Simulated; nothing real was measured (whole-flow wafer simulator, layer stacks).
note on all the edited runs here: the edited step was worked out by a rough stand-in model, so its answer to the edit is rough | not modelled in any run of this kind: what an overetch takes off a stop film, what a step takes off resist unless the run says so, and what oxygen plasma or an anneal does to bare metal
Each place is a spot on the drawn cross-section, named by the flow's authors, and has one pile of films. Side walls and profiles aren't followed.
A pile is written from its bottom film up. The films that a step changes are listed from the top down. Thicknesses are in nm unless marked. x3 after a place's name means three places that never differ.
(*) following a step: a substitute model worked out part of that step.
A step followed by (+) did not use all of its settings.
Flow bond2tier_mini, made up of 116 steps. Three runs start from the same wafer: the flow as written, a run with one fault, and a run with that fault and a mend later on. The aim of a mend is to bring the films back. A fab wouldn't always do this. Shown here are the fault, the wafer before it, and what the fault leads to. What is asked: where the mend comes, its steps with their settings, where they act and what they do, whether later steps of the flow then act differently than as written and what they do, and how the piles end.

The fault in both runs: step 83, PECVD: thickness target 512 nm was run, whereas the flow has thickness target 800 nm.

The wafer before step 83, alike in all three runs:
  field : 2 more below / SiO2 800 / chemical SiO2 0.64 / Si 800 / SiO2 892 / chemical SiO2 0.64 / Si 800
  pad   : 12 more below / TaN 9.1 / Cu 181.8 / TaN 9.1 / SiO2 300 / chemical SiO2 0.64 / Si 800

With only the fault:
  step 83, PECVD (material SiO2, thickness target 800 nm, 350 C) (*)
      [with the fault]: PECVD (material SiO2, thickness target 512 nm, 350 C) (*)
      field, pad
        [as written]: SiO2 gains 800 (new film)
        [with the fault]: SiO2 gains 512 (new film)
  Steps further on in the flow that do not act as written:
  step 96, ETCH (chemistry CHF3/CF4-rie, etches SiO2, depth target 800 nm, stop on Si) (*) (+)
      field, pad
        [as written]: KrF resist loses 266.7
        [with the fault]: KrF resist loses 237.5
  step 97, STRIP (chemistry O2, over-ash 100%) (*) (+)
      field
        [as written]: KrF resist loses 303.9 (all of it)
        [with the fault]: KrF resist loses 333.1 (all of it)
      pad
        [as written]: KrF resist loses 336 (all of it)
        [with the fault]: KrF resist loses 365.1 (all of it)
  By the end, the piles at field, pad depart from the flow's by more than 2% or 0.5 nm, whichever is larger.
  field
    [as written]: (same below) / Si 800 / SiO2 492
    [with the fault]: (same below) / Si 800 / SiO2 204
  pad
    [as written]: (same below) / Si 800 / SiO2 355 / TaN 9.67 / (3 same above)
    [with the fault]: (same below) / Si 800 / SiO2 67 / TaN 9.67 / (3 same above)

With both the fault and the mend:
  The mend stands after step 83.
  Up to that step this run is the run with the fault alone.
  step 83a, PECVD (material SiO2, thickness target 288 nm, 350 C) (*) (the flow's step 83, run once more with other settings)
      field, pad
        SiO2 gains 288
  Later steps of the flow that are run all act as written at every place that is followed.
  By the end, the piles equal the flow's at every place that both follow.
